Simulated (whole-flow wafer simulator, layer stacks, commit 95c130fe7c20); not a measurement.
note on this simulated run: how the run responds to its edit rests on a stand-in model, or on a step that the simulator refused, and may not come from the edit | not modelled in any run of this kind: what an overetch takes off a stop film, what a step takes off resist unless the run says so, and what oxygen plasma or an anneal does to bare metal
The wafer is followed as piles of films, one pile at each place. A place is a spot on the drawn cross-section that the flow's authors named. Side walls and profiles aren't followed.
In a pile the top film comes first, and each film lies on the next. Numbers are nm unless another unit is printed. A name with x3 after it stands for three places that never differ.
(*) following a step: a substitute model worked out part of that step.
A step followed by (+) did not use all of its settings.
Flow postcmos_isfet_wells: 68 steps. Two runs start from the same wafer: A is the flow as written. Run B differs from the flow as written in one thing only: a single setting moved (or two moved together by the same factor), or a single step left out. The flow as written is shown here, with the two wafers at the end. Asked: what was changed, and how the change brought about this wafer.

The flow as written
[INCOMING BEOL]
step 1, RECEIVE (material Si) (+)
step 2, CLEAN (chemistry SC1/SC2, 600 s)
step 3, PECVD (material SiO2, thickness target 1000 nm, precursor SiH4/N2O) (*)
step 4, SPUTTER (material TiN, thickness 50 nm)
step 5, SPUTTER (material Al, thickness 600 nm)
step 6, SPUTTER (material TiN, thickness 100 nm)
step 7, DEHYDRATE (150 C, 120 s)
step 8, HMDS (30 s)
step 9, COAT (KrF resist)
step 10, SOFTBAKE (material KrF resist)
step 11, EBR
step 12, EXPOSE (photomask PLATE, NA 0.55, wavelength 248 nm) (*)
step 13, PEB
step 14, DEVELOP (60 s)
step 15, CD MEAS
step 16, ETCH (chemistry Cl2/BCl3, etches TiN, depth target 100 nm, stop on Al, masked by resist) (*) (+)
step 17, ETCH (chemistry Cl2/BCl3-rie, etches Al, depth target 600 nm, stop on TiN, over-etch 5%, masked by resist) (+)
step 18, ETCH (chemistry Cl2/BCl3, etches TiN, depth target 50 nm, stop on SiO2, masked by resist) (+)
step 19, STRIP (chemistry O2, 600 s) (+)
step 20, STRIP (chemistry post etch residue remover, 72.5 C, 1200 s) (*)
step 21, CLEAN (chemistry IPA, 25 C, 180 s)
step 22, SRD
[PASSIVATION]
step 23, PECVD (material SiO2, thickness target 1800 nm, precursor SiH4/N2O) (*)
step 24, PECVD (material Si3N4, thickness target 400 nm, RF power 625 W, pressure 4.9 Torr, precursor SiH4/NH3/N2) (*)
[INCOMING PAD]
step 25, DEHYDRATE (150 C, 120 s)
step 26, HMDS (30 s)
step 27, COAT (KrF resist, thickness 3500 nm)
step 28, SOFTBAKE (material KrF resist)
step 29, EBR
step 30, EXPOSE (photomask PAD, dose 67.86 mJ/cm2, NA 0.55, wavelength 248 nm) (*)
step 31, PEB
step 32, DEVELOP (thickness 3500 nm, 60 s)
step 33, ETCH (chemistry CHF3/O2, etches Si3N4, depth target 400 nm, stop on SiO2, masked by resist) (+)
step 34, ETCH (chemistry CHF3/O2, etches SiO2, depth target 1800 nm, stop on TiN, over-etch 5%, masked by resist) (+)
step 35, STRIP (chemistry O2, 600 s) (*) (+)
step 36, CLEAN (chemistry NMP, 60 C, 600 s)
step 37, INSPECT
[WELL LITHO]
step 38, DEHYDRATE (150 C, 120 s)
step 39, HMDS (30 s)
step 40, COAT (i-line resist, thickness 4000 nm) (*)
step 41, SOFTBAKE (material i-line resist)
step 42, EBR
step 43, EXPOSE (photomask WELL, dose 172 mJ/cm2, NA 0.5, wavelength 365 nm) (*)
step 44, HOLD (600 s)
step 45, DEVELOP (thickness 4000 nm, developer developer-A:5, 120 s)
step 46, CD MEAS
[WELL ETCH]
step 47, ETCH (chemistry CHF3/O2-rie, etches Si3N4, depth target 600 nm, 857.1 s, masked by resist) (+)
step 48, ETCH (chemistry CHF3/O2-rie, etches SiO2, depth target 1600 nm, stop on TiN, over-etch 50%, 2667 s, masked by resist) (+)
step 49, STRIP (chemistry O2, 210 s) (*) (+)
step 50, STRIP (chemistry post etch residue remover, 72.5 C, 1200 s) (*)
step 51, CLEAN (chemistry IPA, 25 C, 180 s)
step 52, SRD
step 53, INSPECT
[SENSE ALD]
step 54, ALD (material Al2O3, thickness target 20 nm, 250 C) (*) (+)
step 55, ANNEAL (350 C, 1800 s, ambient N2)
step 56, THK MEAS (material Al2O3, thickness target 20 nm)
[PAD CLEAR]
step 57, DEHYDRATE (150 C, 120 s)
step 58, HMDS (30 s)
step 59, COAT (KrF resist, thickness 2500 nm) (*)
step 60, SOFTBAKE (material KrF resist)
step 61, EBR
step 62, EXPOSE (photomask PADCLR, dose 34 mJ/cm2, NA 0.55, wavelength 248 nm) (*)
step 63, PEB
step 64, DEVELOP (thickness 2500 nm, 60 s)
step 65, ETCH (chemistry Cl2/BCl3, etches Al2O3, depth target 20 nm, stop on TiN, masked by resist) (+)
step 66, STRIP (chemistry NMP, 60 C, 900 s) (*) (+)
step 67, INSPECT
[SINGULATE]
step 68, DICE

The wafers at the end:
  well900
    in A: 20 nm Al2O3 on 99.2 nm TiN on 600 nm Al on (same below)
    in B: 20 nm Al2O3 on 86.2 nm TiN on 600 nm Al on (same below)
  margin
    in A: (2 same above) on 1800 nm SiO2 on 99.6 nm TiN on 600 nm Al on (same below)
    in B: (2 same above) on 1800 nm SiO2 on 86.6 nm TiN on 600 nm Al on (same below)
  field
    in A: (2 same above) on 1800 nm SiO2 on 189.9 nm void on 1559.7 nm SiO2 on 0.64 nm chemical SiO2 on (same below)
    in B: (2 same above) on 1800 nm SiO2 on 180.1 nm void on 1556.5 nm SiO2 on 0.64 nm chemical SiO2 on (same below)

The reason: step 6, SPUTTER: thickness 87 nm was run, whereas the flow has thickness 100 nm.

How this came from the change, step by step:
  step 6, SPUTTER (material TiN, thickness 100 nm)
      field, margin, well900, well1300 x3, pad_rim, pad_clr, pad_open: A TiN gains 100 (new film) | B TiN gains 87 (new film)
  step 16, ETCH (chemistry Cl2/BCl3, etches TiN, depth target 100 nm, stop on Al, masked by resist) (*) (+)
      field: A TiN loses 100 (all of it) | B TiN loses 87 (all of it)
  step 23, PECVD (material SiO2, thickness target 1800 nm, precursor SiH4/N2O) (*)
      field: A SiO2 gains 1800 (new film), void gains 189.9 (new film), SiO2 gains 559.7 | B SiO2 gains 1800 (new film), void gains 180.1 (new film), SiO2 gains 556.5
